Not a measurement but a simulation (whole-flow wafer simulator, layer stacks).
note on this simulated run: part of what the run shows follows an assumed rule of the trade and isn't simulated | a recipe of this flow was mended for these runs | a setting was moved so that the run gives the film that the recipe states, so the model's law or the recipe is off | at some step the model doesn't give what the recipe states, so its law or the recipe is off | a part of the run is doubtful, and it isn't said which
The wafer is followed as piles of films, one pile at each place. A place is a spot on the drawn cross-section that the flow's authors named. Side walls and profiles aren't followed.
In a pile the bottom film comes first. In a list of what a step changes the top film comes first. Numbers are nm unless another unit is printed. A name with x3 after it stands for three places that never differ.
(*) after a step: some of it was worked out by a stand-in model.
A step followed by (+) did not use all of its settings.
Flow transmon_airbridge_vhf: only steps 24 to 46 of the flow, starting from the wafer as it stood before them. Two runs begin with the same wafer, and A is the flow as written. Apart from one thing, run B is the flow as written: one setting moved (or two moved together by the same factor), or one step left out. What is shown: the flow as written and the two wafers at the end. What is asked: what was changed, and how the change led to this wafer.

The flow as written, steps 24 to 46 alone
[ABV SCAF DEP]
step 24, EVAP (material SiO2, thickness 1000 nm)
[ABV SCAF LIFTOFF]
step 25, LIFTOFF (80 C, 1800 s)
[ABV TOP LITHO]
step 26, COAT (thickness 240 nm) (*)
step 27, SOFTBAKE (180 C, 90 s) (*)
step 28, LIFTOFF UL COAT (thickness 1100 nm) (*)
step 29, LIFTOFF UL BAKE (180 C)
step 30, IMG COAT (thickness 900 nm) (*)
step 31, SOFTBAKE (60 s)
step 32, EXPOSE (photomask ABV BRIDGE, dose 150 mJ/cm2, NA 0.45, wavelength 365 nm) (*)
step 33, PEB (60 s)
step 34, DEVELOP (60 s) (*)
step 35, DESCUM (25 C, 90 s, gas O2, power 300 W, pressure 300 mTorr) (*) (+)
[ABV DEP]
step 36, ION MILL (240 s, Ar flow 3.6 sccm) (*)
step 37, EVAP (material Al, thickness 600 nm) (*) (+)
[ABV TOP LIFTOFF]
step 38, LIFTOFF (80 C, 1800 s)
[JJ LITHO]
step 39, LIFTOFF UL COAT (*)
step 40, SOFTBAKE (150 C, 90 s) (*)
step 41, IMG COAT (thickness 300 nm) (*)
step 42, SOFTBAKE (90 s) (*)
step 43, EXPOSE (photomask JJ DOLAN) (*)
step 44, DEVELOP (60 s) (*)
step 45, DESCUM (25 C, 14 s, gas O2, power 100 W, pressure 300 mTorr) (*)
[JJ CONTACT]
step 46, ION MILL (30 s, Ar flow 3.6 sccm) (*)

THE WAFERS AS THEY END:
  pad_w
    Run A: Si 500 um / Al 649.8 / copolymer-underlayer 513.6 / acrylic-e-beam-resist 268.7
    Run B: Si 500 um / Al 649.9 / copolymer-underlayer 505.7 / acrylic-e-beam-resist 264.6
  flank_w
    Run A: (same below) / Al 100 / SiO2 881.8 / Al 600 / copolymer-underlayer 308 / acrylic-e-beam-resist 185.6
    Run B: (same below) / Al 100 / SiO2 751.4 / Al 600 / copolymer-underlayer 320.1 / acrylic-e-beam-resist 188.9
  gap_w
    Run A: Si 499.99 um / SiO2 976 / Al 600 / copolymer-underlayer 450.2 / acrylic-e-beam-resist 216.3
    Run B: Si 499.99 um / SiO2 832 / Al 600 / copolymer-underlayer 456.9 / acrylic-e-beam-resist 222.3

The reason: step 24, EVAP: thickness 856 nm was run, though the flow has thickness 1000 nm.

The path from the change to this, step by step:
  step 24, EVAP (material SiO2, thickness 1000 nm)
      field x3, jj_line, ground_far and 10 more: A +1000 SiO2 (new film) | B +856 SiO2 (new film)
      flank_w, flank_e: A +905.8 SiO2 (new film) | B +775.4 SiO2 (new film)
  step 25, LIFTOFF (80 C, 1800 s)
      field x3, jj_line, trace_open_s x2: A -1000 SiO2 (all of it), -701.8 i-line-resist (all of it), -1100 lift-off-underlayer (all of it), -240 acrylic-e-beam-resist (all of it) | B -856 SiO2 (all of it), -701.8 i-line-resist (all of it), -1100 lift-off-underlayer (all of it), -240 acrylic-e-beam-resist (all of it)
      pad_w, pad_e: A -1000 SiO2 (all of it), -696.3 i-line-resist (all of it), -1089.9 lift-off-underlayer (all of it), -239.3 acrylic-e-beam-resist (all of it) | B -856 SiO2 (all of it), -696.3 i-line-resist (all of it), -1089.9 lift-off-underlayer (all of it), -239.3 acrylic-e-beam-resist (all of it)
      (as well as at 1 more place)
  step 26, COAT (thickness 240 nm) (*)
      flank_w, flank_e: A +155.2 acrylic-e-beam-resist (new film) | B +159.5 acrylic-e-beam-resist (new film)
      gap_w, gap_e: A +211.2 acrylic-e-beam-resist (new film) | B +217.6 acrylic-e-beam-resist (new film)
      (as well as at 5 more places)
  step 28, LIFTOFF UL COAT (thickness 1100 nm) (*)
      gap_w, gap_e: A +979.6 lift-off-underlayer (new film) | B +999.6 lift-off-underlayer (new film)
      margin_s, margin_n: A +823.4 lift-off-underlayer (new film) | B +857.8 lift-off-underlayer (new film)
      (as well as at 3 more places)
  step 30, IMG COAT (thickness 900 nm) (*)
      gap_w, gap_e: A +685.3 i-line-resist (new film) | B +719.9 i-line-resist (new film)
      margin_s, margin_n: A +603.2 i-line-resist (new film) | B +648.9 i-line-resist (new film)
      (as well as at 4 more places)
  step 33, PEB (60 s)
      flank_w, flank_e: A -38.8 i-line-resist | B -40.2 i-line-resist
      gap_w, gap_e: A -35 i-line-resist | B -36.9 i-line-resist
      (as well as at 4 more places)
  step 34, DEVELOP (60 s) (*)
      gap_w, gap_e: A -650.2 i-line-resist (all of it), -979.6 lift-off-underlayer (all of it) | B -683 i-line-resist (all of it), -999.6 lift-off-underlayer (all of it)
      flank_w: A -716.4 i-line-resist (all of it), -832.3 lift-off-underlayer (all of it) | B -742 i-line-resist (all of it), -866.3 lift-off-underlayer (all of it)
      (as well as at 3 more places)
  step 35, DESCUM (25 C, 90 s, gas O2, power 300 W, pressure 300 mTorr) (*) (+)
      field x3, jj_line, ground_far, trace_open_s x2, margin_s, margin_n: A -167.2 i-line-resist | B -163.8 i-line-resist
      flank_w, flank_e: A -155.2 acrylic-e-beam-resist (all of it) | B -159.5 acrylic-e-beam-resist (all of it)
      (as well as at 5 more places)
  step 38, LIFTOFF (80 C, 1800 s)
      margin_s, margin_n: A -600 Al (all of it), -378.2 i-line-resist (all of it), -823.4 lift-off-underlayer (all of it), -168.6 acrylic-e-beam-resist (all of it) | B -600 Al (all of it), -424.9 i-line-resist (all of it), -857.8 lift-off-underlayer (all of it), -176.9 acrylic-e-beam-resist (all of it)
  step 39, LIFTOFF UL COAT (*)
      flank_w, flank_e: A +308 copolymer-underlayer (new film) | B +320.1 copolymer-underlayer (new film)
      margin_s, margin_n: A +446.3 copolymer-underlayer (new film) | B +457.2 copolymer-underlayer (new film)
  step 41, IMG COAT (thickness 300 nm) (*)
      gap_w, gap_e: A +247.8 acrylic-e-beam-resist (new film) | B +253.9 acrylic-e-beam-resist (new film)
      margin_s, margin_n: A +249.2 acrylic-e-beam-resist (new film) | B +257.9 acrylic-e-beam-resist (new film)
      (as well as at 2 more places)
